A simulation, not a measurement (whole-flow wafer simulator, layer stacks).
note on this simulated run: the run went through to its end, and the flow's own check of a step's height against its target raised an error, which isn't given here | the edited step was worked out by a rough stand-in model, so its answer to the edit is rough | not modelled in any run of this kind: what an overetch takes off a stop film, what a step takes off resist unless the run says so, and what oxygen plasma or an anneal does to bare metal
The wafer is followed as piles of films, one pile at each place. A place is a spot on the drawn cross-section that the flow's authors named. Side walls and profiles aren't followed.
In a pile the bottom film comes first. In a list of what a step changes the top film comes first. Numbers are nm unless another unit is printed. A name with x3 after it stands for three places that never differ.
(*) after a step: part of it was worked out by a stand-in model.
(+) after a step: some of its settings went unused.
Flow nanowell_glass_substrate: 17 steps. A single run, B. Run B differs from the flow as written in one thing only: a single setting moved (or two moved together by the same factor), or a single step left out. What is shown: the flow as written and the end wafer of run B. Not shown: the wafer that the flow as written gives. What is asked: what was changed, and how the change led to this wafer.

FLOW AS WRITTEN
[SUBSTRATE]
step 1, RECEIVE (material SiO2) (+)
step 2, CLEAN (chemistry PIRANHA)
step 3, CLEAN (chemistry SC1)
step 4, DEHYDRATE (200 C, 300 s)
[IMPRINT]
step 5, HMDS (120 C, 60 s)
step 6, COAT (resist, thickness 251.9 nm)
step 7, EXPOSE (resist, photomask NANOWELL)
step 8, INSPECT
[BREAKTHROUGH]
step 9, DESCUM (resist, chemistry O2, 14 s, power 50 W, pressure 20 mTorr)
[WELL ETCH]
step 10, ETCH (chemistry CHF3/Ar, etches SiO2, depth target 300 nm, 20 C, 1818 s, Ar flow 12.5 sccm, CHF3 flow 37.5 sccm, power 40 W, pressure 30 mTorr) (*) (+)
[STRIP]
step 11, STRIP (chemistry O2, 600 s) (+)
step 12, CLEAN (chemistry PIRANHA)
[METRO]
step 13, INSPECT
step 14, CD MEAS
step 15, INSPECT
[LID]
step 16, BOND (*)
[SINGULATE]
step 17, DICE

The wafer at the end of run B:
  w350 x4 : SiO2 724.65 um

The reason: step 10, ETCH: depth target 352 nm was run, though the flow has depth target 300 nm; step 10, ETCH: 2136 s was run, where the flow has 1818 s.

Step by step, how the change led to this:
  step 10, ETCH (chemistry CHF3/Ar, etches SiO2, depth target 300 nm, 20 C, 1818 s, Ar flow 12.5 sccm, CHF3 flow 37.5 sccm, power 40 W, pressure 30 mTorr) (*) (+)
      w350 x4: -352 SiO2 (as written it would have been: -300 SiO2)
      land: -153 resist (as written it would have been: -130.4 resist)
  step 11, STRIP (chemistry O2, 600 s) (+)
      land: -103.3 resist (all of it) (as written it would have been: -125.9 resist (all of it))
